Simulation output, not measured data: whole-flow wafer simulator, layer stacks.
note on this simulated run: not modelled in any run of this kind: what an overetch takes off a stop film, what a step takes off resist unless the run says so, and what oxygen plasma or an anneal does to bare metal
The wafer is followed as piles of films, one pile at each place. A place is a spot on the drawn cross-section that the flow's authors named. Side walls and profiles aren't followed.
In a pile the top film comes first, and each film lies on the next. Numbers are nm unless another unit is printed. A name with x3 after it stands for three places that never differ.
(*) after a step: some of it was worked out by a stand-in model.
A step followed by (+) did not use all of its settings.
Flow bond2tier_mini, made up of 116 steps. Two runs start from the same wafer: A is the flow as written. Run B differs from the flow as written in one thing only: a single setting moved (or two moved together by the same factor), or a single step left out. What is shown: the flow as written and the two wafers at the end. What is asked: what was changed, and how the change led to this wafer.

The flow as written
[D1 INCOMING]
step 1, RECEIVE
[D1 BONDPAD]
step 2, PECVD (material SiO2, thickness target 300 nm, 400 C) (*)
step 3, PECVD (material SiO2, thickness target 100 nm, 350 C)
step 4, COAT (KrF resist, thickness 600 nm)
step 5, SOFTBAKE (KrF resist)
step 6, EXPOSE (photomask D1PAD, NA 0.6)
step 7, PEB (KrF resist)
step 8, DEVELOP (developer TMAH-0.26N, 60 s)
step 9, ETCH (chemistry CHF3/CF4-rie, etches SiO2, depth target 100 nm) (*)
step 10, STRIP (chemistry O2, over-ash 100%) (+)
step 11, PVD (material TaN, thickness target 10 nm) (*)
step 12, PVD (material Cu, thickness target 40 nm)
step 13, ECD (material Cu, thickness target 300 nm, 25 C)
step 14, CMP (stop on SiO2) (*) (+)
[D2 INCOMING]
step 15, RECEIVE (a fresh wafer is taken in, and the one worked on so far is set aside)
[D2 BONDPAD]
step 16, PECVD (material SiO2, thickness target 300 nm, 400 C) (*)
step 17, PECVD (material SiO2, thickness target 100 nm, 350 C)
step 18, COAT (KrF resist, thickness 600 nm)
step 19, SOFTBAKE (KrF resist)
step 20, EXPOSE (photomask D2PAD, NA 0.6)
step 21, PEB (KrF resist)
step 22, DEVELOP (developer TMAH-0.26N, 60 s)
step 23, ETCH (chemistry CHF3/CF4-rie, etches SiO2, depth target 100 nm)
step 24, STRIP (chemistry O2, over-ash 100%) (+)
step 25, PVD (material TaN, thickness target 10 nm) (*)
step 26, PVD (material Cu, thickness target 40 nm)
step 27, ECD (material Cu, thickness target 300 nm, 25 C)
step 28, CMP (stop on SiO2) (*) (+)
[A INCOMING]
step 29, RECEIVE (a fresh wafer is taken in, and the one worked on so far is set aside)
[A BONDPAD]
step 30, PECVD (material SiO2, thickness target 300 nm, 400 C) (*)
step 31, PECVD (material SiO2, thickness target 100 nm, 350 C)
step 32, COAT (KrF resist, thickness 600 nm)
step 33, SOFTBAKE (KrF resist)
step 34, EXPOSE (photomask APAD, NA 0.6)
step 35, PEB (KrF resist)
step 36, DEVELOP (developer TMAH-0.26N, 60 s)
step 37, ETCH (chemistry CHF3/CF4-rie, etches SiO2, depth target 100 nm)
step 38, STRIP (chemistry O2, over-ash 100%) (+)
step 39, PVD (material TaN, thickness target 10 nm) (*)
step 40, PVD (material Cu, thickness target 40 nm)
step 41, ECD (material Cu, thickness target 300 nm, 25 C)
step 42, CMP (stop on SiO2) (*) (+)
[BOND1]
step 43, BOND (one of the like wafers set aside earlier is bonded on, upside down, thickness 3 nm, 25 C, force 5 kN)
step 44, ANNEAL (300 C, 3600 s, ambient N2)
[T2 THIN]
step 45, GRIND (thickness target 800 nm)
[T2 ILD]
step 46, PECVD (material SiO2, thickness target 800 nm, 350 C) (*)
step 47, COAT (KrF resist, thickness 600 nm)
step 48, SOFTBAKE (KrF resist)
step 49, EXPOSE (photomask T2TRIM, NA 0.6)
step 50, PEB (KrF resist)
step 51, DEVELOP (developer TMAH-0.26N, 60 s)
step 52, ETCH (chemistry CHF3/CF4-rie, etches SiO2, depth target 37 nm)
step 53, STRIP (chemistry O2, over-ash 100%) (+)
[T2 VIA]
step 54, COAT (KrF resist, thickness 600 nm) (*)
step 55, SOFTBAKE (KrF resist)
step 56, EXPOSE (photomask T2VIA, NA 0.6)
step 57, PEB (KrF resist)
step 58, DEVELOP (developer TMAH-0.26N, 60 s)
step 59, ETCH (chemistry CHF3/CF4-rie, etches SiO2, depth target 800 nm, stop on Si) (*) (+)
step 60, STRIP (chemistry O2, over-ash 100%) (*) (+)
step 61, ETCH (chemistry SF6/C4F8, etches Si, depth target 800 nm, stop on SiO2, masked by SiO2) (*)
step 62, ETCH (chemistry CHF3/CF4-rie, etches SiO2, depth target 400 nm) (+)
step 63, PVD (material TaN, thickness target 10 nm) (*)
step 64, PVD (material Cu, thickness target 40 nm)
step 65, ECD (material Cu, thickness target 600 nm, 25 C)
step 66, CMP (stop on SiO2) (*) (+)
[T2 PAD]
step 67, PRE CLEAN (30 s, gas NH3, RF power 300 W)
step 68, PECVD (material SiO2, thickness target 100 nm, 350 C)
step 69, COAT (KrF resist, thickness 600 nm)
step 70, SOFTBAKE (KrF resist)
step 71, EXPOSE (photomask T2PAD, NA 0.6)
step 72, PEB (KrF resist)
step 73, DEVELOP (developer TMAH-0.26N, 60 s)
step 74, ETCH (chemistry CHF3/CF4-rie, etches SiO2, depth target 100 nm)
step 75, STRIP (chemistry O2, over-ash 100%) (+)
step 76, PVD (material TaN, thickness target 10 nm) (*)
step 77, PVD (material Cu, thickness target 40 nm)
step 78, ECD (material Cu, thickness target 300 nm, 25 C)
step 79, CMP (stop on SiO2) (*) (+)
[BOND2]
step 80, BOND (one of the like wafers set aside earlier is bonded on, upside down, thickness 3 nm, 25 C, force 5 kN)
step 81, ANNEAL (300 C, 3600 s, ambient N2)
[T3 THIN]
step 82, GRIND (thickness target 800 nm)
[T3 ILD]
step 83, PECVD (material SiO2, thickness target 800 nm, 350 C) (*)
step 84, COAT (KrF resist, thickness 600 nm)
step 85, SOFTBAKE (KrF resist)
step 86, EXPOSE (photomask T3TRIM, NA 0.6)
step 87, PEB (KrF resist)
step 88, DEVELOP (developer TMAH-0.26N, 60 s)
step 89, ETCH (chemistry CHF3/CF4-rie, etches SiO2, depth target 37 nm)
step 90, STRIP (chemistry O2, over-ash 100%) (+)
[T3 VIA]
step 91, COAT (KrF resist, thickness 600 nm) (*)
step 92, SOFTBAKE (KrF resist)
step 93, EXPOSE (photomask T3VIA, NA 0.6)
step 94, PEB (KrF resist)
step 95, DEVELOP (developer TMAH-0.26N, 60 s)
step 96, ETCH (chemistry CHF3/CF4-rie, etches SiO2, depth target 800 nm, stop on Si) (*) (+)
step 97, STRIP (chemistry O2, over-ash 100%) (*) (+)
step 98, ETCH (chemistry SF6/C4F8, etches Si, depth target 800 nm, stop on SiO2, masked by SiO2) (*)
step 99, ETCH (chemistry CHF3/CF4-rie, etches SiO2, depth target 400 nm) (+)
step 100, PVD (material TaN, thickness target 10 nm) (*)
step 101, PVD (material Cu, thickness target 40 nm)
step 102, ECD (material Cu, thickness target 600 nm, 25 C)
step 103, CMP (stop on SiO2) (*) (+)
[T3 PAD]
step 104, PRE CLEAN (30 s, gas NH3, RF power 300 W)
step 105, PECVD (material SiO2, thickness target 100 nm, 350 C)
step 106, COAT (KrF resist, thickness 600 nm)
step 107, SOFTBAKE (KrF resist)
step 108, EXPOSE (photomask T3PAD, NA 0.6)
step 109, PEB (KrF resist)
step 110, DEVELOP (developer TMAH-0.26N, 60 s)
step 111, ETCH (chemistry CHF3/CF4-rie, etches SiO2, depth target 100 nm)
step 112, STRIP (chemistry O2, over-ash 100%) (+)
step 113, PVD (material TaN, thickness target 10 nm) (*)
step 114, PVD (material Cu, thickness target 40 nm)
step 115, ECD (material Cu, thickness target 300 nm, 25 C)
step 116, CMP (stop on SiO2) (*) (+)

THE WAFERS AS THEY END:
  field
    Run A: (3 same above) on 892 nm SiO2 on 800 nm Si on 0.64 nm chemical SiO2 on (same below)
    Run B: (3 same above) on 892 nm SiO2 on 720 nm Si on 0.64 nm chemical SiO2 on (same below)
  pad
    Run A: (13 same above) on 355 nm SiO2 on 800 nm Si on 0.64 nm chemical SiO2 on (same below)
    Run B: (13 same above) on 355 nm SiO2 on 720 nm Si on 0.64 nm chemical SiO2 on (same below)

The reason: step 45, GRIND: thickness target 720 nm was run, though the flow has thickness target 800 nm.
The wafer itself shows it: field has Si 720, and step 45 as written asks for 800 nm.

How this came from the change, step by step:
  step 45, GRIND (thickness target 800 nm)
      field, pad, via: A Si loses 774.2 um | B Si loses 774.28 um
